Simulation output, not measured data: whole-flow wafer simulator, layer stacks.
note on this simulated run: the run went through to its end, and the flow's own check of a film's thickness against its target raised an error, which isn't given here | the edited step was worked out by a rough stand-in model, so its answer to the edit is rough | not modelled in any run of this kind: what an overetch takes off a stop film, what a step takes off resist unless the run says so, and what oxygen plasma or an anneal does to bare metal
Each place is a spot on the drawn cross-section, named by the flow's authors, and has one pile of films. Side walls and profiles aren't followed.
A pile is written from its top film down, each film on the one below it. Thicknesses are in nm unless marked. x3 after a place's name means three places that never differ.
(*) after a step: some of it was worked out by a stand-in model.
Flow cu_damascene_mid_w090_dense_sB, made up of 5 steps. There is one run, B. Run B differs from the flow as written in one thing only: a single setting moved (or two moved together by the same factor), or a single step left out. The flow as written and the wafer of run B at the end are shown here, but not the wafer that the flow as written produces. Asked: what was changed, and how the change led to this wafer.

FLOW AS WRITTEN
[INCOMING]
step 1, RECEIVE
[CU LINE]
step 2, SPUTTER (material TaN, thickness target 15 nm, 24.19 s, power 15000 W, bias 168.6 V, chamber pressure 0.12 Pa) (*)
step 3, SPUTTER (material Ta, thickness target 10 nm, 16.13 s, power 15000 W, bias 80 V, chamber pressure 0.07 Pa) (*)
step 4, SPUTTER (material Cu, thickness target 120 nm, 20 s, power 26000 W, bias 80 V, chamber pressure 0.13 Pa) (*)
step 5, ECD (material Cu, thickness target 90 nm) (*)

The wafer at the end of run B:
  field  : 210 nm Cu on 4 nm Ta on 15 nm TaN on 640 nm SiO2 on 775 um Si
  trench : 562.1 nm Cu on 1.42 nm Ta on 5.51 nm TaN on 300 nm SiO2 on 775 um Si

The reason: step 3, SPUTTER: thickness target 4 nm was run, whereas the flow has thickness target 10 nm; step 3, SPUTTER: 6.45 s was run, where the flow has 16.13 s.
The wafer itself shows it: field has Ta 4, and step 3 as written asks for 10 nm.

The path from the change to this, step by step:
  step 3, SPUTTER (material Ta, thickness target 10 nm, 16.13 s, power 15000 W, bias 80 V, chamber pressure 0.07 Pa) (*)
      field: +4 Ta (new film) (as written it would have been: +10 Ta (new film))
      trench: +1.42 Ta (new film) (as written it would have been: +3.55 Ta (new film))
  step 4, SPUTTER (material Cu, thickness target 120 nm, 20 s, power 26000 W, bias 80 V, chamber pressure 0.13 Pa) (*)
      trench: +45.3 Cu (new film) (as written it would have been: +44.3 Cu (new film))
